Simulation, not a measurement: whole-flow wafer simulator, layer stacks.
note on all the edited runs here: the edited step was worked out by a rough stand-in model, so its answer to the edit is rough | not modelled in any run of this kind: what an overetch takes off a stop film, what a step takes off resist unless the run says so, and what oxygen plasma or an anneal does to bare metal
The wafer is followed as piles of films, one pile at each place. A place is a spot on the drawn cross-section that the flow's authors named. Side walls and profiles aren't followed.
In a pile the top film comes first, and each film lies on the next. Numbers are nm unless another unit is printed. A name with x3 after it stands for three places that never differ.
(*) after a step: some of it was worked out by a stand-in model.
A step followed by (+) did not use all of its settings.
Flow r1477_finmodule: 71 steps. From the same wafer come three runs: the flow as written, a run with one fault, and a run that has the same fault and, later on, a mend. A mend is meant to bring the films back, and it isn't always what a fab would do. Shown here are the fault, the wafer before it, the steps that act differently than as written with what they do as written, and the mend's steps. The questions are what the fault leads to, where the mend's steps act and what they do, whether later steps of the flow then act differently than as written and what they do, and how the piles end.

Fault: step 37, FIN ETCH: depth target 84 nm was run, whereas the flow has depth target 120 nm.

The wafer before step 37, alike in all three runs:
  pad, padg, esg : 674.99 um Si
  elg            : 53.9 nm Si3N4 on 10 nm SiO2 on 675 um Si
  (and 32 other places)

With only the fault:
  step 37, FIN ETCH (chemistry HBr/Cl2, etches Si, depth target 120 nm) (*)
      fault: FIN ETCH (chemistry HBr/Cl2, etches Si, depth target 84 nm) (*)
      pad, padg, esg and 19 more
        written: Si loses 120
        fault: Si loses 84
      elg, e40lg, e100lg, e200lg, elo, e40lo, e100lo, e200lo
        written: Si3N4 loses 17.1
        fault: Si3N4 loses 12
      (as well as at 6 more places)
  Later steps of the flow acting differently than as written (3 other steps are not shown; they differ only slightly, by no more than 2% or 0.5 nm, whichever is larger):
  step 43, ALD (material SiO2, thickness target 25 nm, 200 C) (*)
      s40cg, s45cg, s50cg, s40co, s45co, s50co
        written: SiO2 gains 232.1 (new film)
        fault: SiO2 gains 198.9 (new film)
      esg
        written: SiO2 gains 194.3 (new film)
        fault: SiO2 gains 163.4 (new film)
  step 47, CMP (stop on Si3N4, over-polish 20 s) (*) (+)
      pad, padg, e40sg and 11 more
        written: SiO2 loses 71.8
        fault: SiO2 loses 107.8
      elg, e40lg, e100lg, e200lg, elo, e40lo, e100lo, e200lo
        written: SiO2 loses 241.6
        fault: SiO2 loses 246.7
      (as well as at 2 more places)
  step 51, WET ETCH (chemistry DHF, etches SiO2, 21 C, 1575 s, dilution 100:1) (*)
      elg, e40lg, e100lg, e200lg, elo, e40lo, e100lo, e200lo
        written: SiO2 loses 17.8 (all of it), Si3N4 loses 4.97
        fault: SiO2 loses 12.7 (all of it), Si3N4 loses 5.39
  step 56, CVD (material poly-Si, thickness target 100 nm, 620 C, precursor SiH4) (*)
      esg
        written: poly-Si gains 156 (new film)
        fault: poly-Si gains 160.7 (new film)
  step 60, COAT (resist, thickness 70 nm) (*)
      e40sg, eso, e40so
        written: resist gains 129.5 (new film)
        fault: resist gains 133.9 (new film)
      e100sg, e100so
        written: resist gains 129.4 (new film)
        fault: resist gains 133.9 (new film)
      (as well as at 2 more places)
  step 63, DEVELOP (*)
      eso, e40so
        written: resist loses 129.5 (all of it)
        fault: resist loses 133.9 (all of it)
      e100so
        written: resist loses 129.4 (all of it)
        fault: resist loses 133.9 (all of it)
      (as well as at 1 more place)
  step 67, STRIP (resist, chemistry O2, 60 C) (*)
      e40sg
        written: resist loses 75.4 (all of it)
        fault: resist loses 79.8 (all of it)
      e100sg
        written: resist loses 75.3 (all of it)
        fault: resist loses 79.7 (all of it)
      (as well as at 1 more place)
  The piles end different from the flow's at pad, padg, elg and 27 more by more than 2% or 0.5 nm, whichever is larger.
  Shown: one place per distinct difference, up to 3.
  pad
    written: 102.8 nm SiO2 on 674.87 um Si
    fault: 66.9 nm SiO2 on 674.91 um Si
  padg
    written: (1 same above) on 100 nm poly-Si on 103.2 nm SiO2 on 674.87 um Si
    fault: (1 same above) on 100 nm poly-Si on 67.3 nm SiO2 on 674.91 um Si
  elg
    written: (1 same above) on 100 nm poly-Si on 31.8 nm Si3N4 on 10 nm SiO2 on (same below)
    fault: (1 same above) on 100 nm poly-Si on 36.5 nm Si3N4 on 10 nm SiO2 on (same below)

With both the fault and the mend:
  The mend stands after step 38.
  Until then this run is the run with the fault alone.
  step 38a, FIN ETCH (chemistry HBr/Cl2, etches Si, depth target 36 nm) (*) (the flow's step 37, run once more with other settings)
      pad, padg, esg and 19 more
        Si loses 36
      elg, e40lg, e100lg, e200lg, elo, e40lo, e100lo, e200lo
        Si3N4 loses 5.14
      s40sg_line, s45sg_line, s50sg_line, s40so_line, s45so_line, s50so_line
        SiO2 loses 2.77
  Later steps of the flow that are run all act as written at every place that is followed.
  The piles end the same as the flow's at every place that both follow.
